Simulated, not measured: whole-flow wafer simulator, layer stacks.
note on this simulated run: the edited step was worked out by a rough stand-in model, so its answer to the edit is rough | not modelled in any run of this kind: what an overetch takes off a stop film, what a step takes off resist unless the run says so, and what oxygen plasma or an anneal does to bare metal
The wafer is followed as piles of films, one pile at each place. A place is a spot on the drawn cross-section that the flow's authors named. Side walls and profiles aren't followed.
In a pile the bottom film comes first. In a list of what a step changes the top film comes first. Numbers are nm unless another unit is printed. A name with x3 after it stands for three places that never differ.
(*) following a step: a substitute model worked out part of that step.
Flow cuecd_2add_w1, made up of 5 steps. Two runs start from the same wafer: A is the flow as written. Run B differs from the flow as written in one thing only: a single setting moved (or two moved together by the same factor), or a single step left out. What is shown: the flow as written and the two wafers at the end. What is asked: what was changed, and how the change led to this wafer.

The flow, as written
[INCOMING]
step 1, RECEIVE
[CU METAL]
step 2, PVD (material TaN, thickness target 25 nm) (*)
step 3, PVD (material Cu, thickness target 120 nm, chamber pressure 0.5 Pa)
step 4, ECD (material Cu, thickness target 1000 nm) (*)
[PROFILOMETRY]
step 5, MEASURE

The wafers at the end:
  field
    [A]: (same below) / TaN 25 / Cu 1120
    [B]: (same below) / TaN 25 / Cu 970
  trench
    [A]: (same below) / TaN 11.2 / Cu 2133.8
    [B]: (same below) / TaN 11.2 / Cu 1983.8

The reason: step 4, ECD: thickness target 850 nm was run, while the flow as written has thickness target 1000 nm.

The path from the change to this, step by step:
  step 4, ECD (material Cu, thickness target 1000 nm) (*)
      field: A Cu gains 1000 | B Cu gains 850
      trench: A Cu gains 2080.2 | B Cu gains 1930.2
